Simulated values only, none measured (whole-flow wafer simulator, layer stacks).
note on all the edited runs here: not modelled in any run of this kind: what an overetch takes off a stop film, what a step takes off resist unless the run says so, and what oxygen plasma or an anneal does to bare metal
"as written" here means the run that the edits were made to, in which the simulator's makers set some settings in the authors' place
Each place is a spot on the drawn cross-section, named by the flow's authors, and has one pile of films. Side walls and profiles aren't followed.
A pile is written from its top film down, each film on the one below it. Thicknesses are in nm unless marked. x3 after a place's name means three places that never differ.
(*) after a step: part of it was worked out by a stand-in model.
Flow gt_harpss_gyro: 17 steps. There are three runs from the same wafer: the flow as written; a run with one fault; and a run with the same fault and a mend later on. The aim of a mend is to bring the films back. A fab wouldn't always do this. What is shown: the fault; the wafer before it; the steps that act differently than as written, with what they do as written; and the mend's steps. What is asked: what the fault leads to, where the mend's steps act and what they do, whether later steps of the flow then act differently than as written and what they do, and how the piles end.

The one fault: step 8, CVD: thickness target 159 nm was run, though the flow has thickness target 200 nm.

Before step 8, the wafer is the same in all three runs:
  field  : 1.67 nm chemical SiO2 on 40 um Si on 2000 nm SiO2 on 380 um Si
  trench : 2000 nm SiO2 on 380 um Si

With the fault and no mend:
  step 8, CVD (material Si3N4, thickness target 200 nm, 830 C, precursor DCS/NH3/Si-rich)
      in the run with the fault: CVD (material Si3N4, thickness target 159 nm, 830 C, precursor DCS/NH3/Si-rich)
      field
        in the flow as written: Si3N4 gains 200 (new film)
        in the run with the fault: Si3N4 gains 159 (new film)
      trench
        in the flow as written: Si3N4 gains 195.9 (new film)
        in the run with the fault: Si3N4 gains 155.9 (new film)
  Steps further on in the flow that do not act as written:
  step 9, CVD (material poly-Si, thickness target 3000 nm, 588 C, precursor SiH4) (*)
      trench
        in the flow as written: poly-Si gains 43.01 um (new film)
        in the run with the fault: poly-Si gains 43 um (new film)
  The piles end different from the flow's at field, trench by more than 2% or 0.5 nm, whichever is larger.
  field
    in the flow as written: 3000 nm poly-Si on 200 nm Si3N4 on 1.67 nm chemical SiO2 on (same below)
    in the run with the fault: 3000 nm poly-Si on 159 nm Si3N4 on 1.67 nm chemical SiO2 on (same below)
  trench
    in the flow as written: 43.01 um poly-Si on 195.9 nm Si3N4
    in the run with the fault: 43 um poly-Si on 155.9 nm Si3N4

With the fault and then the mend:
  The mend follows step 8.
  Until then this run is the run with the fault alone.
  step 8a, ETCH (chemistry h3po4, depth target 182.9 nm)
      field
        Si3N4 loses 159 (all of it)
      trench
        Si3N4 loses 155.9 (all of it)
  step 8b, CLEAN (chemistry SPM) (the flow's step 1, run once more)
      does not change any film at any place that is followed
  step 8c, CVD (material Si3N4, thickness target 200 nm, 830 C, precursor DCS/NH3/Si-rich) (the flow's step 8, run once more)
      field
        Si3N4 gains 200 (new film)
      trench
        Si3N4 gains 195.9 (new film)
  Every later step of the flow that is run acts as written at every place that is followed.
  At every place that both follow, the piles at the end match the flow's.
